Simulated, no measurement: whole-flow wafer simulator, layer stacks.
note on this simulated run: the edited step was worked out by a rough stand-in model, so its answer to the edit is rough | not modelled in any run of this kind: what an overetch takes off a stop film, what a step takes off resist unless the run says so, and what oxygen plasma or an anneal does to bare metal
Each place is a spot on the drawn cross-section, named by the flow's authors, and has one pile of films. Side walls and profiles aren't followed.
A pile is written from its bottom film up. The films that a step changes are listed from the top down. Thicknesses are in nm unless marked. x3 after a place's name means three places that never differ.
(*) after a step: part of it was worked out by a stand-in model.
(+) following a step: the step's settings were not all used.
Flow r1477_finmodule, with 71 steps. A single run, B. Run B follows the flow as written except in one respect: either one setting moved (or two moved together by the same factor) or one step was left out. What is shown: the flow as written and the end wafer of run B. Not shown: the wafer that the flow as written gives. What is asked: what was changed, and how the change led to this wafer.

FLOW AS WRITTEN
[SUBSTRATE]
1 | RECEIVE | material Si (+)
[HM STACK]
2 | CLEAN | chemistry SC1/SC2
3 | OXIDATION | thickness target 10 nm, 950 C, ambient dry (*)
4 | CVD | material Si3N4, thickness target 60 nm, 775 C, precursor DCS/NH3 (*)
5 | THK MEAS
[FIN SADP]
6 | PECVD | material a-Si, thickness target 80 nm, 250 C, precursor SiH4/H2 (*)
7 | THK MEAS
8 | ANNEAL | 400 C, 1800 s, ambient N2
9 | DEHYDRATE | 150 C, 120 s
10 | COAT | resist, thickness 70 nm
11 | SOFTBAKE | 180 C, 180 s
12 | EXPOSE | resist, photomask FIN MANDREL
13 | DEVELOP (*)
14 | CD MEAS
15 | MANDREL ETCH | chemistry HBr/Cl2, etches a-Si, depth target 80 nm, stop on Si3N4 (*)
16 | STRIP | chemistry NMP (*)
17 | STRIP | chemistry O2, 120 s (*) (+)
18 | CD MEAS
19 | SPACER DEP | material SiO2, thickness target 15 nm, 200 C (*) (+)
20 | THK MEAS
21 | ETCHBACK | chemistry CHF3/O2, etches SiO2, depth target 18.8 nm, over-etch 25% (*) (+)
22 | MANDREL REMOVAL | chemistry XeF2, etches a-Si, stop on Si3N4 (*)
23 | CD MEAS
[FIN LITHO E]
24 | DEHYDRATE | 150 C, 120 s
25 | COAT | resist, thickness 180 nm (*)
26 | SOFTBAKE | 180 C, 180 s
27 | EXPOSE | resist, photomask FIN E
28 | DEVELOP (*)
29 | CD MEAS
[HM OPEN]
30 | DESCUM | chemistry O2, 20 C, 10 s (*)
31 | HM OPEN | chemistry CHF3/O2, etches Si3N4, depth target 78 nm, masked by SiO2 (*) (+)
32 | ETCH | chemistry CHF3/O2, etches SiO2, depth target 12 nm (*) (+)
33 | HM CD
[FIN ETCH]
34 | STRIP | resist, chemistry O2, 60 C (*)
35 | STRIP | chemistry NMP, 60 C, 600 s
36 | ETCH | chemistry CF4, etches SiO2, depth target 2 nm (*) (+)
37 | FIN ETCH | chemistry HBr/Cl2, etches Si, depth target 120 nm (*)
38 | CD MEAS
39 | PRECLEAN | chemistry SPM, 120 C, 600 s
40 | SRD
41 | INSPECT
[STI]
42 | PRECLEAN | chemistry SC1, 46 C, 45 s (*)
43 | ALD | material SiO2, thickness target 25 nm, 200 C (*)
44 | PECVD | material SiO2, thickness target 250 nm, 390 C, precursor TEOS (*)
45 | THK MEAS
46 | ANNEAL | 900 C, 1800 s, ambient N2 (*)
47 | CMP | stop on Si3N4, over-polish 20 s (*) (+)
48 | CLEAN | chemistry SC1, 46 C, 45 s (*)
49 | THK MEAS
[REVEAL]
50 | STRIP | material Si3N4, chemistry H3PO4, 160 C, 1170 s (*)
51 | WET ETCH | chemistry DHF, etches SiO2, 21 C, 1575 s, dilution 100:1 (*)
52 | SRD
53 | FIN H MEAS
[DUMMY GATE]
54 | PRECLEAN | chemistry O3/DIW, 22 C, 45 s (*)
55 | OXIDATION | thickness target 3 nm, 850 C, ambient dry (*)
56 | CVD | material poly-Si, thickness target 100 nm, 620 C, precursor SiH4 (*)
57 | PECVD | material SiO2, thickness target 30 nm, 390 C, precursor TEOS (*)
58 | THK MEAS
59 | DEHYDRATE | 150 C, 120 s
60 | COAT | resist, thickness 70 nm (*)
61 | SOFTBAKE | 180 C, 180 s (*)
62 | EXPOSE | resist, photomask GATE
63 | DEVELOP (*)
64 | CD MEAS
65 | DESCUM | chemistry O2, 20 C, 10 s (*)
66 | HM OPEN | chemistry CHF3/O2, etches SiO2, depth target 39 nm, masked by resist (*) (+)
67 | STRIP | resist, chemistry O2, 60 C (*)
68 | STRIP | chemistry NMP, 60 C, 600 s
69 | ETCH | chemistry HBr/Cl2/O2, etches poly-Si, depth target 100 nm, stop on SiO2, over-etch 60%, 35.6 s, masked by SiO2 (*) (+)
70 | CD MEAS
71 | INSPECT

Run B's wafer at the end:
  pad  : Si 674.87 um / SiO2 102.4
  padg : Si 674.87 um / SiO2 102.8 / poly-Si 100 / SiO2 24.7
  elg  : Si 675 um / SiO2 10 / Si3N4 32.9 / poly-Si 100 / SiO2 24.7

The reason: step 36, ETCH: depth target 1.012 nm was run, though the flow has depth target 2 nm.

Step by step, how the change led to this:
  36 | ETCH | chemistry CF4, etches SiO2, depth target 2 nm (*) (+)
      pad, padg, esg and 19 more: -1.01 chemical SiO2 (in the flow as written it would be: -1.45 chemical SiO2 (all of it), -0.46 Si)
      elg, e40lg, e100lg, e200lg, elo, e40lo, e100lo, e200lo: -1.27 Si3N4 (in the flow as written it would be: -2.5 Si3N4)
      (as well as at 6 more places)
  51 | WET ETCH | chemistry DHF, etches SiO2, 21 C, 1575 s, dilution 100:1 (*)
      elg, e40lg, e100lg, e200lg, elo, e40lo, e100lo, e200lo: -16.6 SiO2 (all of it), -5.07 Si3N4 (in the flow as written it would be: -17.8 SiO2 (all of it), -4.97 Si3N4)
